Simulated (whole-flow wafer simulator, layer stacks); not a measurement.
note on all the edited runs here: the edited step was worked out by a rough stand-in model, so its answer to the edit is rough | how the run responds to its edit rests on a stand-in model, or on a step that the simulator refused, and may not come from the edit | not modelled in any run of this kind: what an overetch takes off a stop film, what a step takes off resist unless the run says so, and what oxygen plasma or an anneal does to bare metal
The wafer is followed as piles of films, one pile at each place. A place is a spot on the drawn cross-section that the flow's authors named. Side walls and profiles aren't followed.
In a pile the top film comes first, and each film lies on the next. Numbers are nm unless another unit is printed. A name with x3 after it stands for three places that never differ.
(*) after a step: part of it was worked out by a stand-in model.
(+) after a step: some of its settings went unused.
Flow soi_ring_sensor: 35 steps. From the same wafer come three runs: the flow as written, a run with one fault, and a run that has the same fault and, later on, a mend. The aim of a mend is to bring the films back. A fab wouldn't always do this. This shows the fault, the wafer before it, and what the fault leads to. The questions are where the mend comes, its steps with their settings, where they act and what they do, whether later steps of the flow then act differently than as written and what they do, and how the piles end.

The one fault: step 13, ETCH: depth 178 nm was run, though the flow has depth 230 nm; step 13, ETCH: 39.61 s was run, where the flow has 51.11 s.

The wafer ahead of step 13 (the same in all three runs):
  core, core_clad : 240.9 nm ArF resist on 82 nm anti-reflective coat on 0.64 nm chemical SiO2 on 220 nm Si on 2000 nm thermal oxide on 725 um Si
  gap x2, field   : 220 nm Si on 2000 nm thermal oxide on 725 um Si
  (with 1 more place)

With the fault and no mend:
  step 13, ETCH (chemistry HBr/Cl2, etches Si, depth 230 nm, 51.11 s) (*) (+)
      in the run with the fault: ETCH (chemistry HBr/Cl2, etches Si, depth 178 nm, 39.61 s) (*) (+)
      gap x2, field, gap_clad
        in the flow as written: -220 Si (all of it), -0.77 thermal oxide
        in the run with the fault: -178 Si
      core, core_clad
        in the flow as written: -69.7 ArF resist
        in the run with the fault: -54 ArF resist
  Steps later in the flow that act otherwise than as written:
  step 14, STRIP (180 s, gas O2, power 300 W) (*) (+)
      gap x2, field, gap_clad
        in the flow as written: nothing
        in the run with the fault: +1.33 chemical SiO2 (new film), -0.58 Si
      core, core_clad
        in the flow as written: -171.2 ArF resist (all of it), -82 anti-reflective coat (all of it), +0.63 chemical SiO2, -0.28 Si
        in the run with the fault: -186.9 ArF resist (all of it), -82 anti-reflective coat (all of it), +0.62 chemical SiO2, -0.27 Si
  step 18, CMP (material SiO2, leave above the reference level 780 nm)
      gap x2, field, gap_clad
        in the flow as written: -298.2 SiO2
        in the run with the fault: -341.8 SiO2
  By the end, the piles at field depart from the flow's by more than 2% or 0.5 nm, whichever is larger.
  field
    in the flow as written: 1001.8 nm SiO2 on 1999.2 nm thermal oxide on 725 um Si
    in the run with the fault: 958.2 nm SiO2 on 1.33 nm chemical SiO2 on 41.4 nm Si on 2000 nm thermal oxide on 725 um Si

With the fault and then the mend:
  After step 13 comes the mend.
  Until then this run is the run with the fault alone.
  step 13a, ETCH (chemistry HBr/Cl2, etches Si, depth 52 nm, 11.56 s) (*) (+) (the flow's step 13 again, with other settings)
      gap x2, field, gap_clad
        -42 Si (all of it), -0.77 thermal oxide
      core, core_clad
        -15.8 ArF resist
  Later steps of the flow that are run all act as written at every place that is followed, up to a difference of at most 2% or 0.5 nm, whichever is larger.
  At every place that both follow, the piles at the end match the flow's.
